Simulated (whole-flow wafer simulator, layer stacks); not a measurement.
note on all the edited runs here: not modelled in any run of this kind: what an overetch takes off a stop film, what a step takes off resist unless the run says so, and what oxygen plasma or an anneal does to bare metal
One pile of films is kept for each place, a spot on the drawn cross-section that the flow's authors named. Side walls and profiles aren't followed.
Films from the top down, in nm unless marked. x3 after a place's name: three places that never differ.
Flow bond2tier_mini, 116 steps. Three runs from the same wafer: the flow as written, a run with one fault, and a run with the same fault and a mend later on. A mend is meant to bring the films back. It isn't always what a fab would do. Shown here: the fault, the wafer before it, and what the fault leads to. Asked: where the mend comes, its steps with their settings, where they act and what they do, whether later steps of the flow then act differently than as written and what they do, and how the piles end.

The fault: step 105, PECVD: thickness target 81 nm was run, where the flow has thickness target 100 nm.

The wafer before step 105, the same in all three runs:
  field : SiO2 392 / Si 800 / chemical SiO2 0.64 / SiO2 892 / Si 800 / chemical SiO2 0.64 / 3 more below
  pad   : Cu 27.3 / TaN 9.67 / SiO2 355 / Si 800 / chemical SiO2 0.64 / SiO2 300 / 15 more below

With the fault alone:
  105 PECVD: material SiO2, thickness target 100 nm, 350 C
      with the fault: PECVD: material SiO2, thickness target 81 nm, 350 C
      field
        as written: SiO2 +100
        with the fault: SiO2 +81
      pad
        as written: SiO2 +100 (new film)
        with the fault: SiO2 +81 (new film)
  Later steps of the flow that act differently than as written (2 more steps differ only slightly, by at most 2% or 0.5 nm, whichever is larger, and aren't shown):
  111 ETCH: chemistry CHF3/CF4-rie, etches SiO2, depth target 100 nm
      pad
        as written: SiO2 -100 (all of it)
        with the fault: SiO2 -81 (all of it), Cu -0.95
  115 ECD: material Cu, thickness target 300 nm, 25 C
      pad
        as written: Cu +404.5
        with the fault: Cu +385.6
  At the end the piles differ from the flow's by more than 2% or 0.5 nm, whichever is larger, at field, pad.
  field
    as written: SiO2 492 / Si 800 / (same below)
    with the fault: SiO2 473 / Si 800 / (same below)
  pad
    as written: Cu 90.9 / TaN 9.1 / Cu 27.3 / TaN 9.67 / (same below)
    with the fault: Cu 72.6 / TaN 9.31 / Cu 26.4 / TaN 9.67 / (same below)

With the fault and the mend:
  The mend comes after step 105.
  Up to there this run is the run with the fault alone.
  105a PECVD: material SiO2, thickness target 19 nm, 350 C (the flow's step 105 once more, with other settings)
      field, pad
        SiO2 +19
  No later step of the flow acts differently than as written at any place that is followed.
  At the end the piles are the same as the flow's at every place that both follow.
